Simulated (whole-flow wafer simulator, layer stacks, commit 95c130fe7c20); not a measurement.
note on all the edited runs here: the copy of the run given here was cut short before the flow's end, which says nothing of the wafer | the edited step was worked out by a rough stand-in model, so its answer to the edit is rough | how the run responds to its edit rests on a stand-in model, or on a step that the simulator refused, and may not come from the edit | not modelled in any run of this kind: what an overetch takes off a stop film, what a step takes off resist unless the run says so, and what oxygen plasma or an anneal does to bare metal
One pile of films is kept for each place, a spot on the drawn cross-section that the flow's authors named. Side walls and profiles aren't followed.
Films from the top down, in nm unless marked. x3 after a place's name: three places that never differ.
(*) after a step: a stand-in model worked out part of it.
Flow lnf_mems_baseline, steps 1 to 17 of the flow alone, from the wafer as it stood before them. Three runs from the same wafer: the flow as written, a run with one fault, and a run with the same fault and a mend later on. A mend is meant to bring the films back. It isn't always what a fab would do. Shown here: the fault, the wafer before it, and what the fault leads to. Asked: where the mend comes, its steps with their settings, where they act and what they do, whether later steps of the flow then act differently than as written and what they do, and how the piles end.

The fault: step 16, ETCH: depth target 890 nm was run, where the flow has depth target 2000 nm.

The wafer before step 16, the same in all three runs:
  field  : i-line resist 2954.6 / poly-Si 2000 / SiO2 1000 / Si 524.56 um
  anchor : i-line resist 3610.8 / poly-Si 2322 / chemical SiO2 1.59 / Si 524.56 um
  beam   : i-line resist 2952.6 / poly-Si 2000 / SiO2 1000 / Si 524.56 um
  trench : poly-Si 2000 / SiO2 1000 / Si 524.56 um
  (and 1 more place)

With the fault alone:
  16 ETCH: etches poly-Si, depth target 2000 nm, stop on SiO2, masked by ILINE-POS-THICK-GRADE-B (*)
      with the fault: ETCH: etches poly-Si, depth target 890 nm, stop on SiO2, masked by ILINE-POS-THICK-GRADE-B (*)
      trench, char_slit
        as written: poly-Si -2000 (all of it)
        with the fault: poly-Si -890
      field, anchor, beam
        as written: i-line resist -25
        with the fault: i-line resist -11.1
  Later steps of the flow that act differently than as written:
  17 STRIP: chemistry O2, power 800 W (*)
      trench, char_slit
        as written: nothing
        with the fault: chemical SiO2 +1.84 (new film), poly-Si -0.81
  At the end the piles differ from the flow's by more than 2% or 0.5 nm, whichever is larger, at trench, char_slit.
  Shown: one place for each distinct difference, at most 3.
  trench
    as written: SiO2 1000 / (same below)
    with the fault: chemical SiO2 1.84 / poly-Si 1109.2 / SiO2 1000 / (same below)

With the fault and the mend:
  The mend comes after step 17.
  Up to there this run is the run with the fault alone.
  17a COAT: i-line resist, thickness 3000 nm (*) (the flow's step 11 once more)
      field
        i-line resist +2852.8 (new film)
      anchor
        i-line resist +3467.4 (new film)
      beam
        i-line resist +2778.4 (new film)
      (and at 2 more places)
  17b SOFTBAKE: 115 C, 90 s (the flow's step 12 once more)
      field
        i-line resist +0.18
      anchor
        i-line resist +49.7
      beam
        i-line resist +50.3
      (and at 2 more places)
  17c EXPOSE: photomask CANT, dose 200 mJ/cm2, NA 0.45, wavelength 365 nm (*) (the flow's step 13 once more)
      changes no film at any place that is followed
  17d PEB: i-line resist, 115 C, 90 s (the flow's step 14 once more)
      field
        i-line resist -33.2
      anchor
        i-line resist -43.6
      beam
        i-line resist -32.1
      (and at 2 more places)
  17e DEVELOP: i-line resist, thickness 3000 nm, developer developer-F, 60 s (the flow's step 15 once more)
      field, anchor, beam
        i-line resist -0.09
      trench
        i-line resist -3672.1 (all of it)
      char_slit
        i-line resist -3714.6 (all of it)
  17f ETCH: etches poly-Si, depth target 1110 nm, stop on SiO2, masked by ILINE-POS-THICK-GRADE-B (*) (the flow's step 16 once more, with other settings)
      field, anchor, beam
        i-line resist -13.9
      trench, char_slit
        chemical SiO2 -1.84 (all of it), poly-Si -1109.2 (all of it)
  17g STRIP: chemistry O2, power 800 W (*) (the flow's step 17 once more)
      field
        i-line resist -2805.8 (all of it), chemical SiO2 +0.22, poly-Si -0.09
      anchor
        i-line resist -3459.6 (all of it), chemical SiO2 +0.22, poly-Si -0.09
      beam
        i-line resist -2782.6 (all of it), chemical SiO2 +0.22, poly-Si -0.09
  No later step of the flow acts differently than as written at any place that is followed.
  At the end the piles differ from the flow's only slightly at the places that both follow, by at most 2% or 0.5 nm, whichever is larger.
